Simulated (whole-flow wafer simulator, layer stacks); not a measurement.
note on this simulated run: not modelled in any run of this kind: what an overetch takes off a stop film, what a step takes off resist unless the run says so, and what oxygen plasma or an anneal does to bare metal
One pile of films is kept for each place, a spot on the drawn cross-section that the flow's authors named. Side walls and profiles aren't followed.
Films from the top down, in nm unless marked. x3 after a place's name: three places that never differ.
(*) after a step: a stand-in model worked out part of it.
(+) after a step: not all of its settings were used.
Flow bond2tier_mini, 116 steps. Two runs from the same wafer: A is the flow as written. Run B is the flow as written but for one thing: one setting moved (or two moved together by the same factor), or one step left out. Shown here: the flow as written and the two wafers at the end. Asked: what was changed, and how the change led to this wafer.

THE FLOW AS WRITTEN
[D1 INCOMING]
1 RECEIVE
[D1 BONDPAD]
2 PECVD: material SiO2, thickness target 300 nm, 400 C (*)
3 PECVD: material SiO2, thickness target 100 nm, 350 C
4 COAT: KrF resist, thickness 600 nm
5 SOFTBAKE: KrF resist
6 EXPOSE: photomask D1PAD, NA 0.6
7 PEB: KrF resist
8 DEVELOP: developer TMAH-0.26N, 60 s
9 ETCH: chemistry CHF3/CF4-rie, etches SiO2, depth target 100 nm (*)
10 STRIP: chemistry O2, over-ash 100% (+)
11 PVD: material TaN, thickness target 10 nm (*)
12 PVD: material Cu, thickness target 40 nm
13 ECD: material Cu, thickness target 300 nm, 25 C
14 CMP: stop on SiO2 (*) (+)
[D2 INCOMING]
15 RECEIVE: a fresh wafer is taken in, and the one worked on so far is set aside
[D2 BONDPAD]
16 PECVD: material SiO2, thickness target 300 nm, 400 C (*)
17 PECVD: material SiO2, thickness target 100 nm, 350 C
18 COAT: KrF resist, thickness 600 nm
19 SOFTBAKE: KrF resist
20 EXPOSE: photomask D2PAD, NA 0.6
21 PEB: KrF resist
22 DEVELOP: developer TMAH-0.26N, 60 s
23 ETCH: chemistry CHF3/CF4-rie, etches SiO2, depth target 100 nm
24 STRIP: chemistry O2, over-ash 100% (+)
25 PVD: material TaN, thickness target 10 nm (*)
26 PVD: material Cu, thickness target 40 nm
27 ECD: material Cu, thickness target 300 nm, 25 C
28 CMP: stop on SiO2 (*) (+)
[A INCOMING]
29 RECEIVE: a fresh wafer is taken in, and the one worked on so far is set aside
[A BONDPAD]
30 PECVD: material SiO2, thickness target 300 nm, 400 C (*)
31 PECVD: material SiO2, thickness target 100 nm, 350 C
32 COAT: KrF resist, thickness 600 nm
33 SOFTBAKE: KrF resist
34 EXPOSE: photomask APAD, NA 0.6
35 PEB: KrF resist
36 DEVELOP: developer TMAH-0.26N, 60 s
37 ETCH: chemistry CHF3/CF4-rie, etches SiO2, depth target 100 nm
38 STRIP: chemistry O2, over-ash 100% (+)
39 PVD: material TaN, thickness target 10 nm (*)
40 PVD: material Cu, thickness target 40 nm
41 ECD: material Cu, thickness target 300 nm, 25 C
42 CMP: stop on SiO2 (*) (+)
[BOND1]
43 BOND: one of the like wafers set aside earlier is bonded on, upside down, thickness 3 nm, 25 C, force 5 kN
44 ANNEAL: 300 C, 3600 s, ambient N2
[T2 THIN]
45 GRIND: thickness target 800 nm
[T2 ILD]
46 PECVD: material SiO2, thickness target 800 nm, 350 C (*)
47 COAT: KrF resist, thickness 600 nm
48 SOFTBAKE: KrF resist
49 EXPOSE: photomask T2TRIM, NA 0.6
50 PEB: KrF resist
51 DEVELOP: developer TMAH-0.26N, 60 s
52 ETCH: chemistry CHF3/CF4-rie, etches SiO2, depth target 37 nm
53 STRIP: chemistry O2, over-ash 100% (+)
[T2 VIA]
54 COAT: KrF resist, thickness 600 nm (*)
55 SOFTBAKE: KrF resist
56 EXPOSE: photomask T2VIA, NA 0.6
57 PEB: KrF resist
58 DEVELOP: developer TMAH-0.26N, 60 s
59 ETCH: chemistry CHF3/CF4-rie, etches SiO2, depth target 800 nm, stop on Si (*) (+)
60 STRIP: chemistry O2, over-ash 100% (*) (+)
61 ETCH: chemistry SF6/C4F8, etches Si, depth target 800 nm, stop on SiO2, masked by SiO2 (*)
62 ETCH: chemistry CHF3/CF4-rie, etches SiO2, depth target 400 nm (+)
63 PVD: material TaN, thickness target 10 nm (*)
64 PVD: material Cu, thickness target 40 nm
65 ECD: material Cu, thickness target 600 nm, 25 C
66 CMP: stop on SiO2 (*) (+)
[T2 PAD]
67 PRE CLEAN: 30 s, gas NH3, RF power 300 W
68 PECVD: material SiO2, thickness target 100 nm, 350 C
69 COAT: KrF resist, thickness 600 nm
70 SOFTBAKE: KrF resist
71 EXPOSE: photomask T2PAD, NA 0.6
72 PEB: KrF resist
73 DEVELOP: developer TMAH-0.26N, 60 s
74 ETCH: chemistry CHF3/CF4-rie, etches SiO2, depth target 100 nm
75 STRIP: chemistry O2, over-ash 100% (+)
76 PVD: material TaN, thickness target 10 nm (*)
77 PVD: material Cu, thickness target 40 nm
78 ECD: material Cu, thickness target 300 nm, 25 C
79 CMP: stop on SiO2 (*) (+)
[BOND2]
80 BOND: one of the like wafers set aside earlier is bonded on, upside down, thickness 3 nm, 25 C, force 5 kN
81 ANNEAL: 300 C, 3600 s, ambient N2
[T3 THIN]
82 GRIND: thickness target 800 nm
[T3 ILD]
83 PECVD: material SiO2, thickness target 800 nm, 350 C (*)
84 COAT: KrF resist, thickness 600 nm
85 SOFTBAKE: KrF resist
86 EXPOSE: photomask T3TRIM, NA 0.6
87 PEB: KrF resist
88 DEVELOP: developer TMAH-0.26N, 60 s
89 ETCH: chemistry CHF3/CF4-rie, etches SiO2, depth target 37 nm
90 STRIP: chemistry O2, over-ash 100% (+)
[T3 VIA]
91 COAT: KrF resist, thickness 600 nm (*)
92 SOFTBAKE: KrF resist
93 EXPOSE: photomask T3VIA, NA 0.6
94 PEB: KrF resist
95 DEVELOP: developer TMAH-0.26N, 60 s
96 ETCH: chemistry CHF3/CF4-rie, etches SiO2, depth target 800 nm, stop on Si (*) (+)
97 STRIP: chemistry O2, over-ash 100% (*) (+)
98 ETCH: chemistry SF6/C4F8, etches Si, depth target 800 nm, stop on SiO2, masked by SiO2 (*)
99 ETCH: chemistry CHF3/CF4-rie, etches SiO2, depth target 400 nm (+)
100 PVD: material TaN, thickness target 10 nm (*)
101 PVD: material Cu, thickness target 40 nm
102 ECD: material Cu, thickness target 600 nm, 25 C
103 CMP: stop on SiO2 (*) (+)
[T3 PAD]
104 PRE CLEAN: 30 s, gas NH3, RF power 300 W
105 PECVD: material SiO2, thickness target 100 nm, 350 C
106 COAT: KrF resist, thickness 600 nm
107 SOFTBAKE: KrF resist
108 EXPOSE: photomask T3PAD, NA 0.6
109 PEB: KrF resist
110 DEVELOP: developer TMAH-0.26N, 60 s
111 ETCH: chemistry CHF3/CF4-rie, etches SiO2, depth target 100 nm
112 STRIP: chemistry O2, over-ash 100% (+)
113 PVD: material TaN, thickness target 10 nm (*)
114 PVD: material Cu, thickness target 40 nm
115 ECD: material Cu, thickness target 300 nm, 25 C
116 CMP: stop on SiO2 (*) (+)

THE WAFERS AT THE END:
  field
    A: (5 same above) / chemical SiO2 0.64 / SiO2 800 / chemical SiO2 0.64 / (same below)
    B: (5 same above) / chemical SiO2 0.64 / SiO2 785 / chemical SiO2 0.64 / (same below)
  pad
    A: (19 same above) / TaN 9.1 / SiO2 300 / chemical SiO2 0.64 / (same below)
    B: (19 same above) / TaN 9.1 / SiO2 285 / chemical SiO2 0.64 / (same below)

The cause: step 31, PECVD: thickness target 85 nm was run, where the flow has thickness target 100 nm.

How the change led to this, step by step:
  31 PECVD: material SiO2, thickness target 100 nm, 350 C
      field, pad, via: A SiO2 +100 | B SiO2 +85
